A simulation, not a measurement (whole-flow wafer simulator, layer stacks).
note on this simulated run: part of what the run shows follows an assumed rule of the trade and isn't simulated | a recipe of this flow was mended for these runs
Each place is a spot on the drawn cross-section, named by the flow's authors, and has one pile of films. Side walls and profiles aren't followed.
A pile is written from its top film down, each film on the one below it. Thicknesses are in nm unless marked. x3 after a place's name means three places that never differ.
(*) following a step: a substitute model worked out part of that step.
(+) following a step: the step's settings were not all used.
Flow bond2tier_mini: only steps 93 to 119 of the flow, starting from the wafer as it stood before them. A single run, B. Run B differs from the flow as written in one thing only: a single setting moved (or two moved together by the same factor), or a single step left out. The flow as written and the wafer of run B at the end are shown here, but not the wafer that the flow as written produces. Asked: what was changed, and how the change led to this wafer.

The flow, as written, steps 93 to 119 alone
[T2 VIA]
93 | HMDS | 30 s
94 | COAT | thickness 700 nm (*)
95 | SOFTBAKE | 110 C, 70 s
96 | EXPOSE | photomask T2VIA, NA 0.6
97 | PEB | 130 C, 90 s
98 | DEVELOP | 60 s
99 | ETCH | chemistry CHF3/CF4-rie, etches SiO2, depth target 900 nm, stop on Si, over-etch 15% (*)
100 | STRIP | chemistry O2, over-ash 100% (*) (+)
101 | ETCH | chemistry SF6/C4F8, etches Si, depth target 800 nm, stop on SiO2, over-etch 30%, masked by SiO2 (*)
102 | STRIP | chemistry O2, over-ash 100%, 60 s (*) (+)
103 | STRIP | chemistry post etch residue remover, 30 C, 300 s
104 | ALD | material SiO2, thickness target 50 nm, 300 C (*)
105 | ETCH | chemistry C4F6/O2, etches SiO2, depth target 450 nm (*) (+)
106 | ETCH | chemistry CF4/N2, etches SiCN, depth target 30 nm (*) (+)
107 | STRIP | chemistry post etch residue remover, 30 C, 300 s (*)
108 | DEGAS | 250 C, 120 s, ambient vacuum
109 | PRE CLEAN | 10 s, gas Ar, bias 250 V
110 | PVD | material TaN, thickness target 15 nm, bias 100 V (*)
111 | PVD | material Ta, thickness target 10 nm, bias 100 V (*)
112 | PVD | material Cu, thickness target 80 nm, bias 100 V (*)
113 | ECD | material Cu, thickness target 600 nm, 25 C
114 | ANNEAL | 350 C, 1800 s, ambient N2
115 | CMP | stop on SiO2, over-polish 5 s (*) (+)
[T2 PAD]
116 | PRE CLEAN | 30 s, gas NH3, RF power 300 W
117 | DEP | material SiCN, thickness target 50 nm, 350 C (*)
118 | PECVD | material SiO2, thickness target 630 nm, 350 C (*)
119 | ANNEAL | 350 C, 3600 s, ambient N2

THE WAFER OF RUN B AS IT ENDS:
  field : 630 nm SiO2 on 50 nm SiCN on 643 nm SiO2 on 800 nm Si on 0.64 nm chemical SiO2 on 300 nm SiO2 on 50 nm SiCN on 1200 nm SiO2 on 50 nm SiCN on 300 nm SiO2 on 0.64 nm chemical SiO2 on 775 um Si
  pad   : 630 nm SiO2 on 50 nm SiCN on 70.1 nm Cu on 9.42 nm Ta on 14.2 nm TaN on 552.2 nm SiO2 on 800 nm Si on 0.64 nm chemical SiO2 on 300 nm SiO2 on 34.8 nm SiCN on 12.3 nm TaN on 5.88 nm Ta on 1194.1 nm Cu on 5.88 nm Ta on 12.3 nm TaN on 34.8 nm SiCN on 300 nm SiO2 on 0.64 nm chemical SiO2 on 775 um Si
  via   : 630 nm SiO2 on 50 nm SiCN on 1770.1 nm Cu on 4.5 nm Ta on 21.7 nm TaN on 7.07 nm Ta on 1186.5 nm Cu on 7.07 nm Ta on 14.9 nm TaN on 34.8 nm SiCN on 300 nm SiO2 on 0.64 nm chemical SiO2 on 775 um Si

What caused this: step 105, ETCH: depth target 364.5 nm was run, though the flow has depth target 450 nm.

How this came from the change, step by step:
  105 | ETCH | chemistry C4F6/O2, etches SiO2, depth target 450 nm (*) (+)
      field, pad: SiO2 loses 364.5 (in the flow as written it would be: SiO2 loses 450)
      via: SiO2 loses 348.1 (all of it), SiCN loses 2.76 (in the flow as written it would be: SiO2 loses 348.1 (all of it), SiCN loses 17.2)
  106 | ETCH | chemistry CF4/N2, etches SiCN, depth target 30 nm (*) (+)
      via: SiCN loses 30 (in the flow as written it would be: SiCN loses 17.6 (all of it), TaN loses 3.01)
  109 | PRE CLEAN | 10 s, gas Ar, bias 250 V
      via: SiCN loses 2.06 (all of it) (in the flow as written it would be: TaN loses 3.19)
  113 | ECD | material Cu, thickness target 600 nm, 25 C
      via: Cu gains 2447 (in the flow as written it would be: Cu gains 2367)
